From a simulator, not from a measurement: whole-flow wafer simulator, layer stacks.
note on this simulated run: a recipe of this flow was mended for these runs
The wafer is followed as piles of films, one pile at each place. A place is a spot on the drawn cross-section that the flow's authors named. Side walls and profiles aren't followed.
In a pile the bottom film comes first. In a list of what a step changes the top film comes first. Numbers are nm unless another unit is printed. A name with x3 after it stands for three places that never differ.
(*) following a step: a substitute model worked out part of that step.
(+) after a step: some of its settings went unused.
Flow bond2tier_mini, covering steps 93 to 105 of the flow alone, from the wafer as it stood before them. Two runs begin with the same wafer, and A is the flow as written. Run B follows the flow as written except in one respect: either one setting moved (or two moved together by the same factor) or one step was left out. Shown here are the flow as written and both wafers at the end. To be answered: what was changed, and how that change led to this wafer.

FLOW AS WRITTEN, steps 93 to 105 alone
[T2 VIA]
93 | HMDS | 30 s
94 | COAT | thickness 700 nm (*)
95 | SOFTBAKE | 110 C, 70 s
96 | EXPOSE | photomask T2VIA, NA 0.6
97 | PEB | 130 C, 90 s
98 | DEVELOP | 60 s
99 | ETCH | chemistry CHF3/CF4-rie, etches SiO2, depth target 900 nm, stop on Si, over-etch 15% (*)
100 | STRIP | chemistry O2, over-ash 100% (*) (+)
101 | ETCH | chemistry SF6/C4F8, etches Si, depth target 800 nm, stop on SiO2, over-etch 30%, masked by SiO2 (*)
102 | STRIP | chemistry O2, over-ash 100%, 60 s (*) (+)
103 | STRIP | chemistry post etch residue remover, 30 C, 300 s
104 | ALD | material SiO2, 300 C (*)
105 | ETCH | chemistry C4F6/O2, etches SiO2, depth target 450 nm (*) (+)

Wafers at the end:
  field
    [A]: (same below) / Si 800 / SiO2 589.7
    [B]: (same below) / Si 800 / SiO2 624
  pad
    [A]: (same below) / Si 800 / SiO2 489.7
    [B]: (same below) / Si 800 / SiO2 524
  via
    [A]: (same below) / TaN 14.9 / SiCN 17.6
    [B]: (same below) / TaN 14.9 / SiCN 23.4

What caused this: step 105, ETCH: depth target 415.7 nm was run, whereas the flow has depth target 450 nm.

The path from the change to this, step by step:
  105 | ETCH | chemistry C4F6/O2, etches SiO2, depth target 450 nm (*) (+)
      field, pad: A SiO2 loses 450 | B SiO2 loses 415.7
      via: A SiO2 loses 348.1 (all of it), SiCN loses 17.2 | B SiO2 loses 348.1 (all of it), SiCN loses 11.4
